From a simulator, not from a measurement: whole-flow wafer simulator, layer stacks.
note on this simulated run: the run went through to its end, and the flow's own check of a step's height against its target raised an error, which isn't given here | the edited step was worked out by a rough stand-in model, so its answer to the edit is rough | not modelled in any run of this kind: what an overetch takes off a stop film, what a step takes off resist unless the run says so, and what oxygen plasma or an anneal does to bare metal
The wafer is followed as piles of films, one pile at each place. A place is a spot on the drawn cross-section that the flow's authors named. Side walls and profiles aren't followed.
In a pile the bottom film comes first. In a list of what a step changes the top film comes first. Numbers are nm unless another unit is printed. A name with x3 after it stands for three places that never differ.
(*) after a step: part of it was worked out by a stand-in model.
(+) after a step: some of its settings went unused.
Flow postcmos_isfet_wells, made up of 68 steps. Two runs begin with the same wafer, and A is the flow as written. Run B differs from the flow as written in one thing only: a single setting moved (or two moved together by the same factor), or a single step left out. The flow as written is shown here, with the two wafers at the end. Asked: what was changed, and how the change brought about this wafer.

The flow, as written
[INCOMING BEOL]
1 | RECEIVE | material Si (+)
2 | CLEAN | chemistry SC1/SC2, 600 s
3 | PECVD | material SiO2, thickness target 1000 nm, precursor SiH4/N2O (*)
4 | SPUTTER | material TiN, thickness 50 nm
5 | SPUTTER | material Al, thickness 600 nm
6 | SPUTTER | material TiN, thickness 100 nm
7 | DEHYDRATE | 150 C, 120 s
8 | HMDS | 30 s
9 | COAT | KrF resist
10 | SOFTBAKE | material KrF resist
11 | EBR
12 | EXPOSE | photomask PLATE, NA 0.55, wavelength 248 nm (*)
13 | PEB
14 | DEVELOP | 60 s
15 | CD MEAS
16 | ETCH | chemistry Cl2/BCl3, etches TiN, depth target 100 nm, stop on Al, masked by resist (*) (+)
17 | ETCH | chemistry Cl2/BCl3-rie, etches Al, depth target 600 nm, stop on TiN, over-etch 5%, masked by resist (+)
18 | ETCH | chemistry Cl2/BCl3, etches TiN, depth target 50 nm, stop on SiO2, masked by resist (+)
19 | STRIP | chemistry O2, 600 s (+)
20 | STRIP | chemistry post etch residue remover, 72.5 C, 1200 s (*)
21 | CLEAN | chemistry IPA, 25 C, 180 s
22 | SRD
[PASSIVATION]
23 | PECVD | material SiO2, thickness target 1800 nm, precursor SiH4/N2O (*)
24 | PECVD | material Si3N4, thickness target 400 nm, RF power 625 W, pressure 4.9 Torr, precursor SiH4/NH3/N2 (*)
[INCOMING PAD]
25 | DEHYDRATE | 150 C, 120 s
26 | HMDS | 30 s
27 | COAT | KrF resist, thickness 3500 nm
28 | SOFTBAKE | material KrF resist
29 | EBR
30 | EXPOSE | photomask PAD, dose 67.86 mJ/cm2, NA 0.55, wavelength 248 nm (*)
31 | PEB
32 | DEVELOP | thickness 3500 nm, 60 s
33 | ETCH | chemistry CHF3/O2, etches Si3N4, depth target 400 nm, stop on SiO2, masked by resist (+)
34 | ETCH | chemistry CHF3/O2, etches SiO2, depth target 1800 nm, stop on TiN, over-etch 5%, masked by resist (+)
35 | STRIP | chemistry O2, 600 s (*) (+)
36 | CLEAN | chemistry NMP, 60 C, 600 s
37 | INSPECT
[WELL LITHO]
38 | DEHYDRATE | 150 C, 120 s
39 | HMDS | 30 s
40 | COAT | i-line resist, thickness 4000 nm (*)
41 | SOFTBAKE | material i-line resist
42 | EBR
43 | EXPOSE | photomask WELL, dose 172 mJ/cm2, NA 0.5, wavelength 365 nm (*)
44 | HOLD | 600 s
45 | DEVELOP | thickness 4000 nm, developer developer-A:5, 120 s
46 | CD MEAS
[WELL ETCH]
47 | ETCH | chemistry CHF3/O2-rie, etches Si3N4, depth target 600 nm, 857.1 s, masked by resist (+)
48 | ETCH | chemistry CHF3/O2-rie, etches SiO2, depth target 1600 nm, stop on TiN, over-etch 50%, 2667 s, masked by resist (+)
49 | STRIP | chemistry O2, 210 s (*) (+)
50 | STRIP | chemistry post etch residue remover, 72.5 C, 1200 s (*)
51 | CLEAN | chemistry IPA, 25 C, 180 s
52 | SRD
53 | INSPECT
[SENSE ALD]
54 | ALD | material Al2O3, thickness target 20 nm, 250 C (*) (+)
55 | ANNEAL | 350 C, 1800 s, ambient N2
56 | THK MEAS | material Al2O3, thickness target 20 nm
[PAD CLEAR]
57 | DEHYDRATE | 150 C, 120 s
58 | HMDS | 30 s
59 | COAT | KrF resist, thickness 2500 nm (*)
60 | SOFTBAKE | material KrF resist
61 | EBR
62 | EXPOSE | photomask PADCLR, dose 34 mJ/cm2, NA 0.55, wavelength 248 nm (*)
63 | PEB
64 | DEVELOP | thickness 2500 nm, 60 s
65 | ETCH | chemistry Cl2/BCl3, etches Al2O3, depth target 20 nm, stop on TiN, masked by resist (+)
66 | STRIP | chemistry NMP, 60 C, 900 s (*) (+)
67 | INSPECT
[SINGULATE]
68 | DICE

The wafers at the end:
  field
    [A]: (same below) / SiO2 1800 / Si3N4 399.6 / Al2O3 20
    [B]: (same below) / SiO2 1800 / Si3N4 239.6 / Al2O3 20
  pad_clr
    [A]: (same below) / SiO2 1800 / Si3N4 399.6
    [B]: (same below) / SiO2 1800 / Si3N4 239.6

What caused this: step 24, PECVD: thickness target 240 nm was run, while the flow as written has thickness target 400 nm.

The path from the change to this, step by step:
  24 | PECVD | material Si3N4, thickness target 400 nm, RF power 625 W, pressure 4.9 Torr, precursor SiH4/NH3/N2 (*)
      field, margin, well900, well1300 x3, pad_rim, pad_clr, pad_open: A +400 Si3N4 (new film) | B +240 Si3N4 (new film)
  33 | ETCH | chemistry CHF3/O2, etches Si3N4, depth target 400 nm, stop on SiO2, masked by resist (+)
      field, margin, well900, well1300 x3, pad_rim, pad_clr: A -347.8 KrF resist | B -313 KrF resist
      pad_open: A -400 Si3N4 (all of it) | B -240 Si3N4 (all of it)
  35 | STRIP | chemistry O2, 600 s (*) (+)
      field, margin, well900, well1300 x3, pad_rim, pad_clr: A -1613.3 KrF resist (all of it) | B -1648.1 KrF resist (all of it)
  41 | SOFTBAKE | material i-line resist
      pad_clr: A -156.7 i-line resist | B -140.7 i-line resist
      pad_open: A +115.3 i-line resist | B +108.2 i-line resist
  47 | ETCH | chemistry CHF3/O2-rie, etches Si3N4, depth target 600 nm, 857.1 s, masked by resist (+)
      well900, well1300 x3: A -400 Si3N4 (all of it), -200 SiO2 | B -240 Si3N4 (all of it), -360 SiO2
  48 | ETCH | chemistry CHF3/O2-rie, etches SiO2, depth target 1600 nm, stop on TiN, over-etch 50%, 2667 s, masked by resist (+)
      well900, well1300 x3: A -1600 SiO2 (all of it) | B -1440 SiO2 (all of it)
  49 | STRIP | chemistry O2, 210 s (*) (+)
      pad_clr: A -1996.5 i-line resist (all of it) | B -2062.4 i-line resist (all of it)
  59 | COAT | KrF resist, thickness 2500 nm (*)
      field: A +1449 KrF resist (new film) | B +1525.4 KrF resist (new film)
      margin: A +1448.9 KrF resist (new film) | B +1525.4 KrF resist (new film)
      (and at 1 other place as well)
  64 | DEVELOP | thickness 2500 nm, 60 s
      pad_clr: A -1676 KrF resist (all of it) | B -1729.4 KrF resist (all of it)
  66 | STRIP | chemistry NMP, 60 C, 900 s (*) (+)
      field, margin: A -1400.1 KrF resist (all of it) | B -1476 KrF resist (all of it)
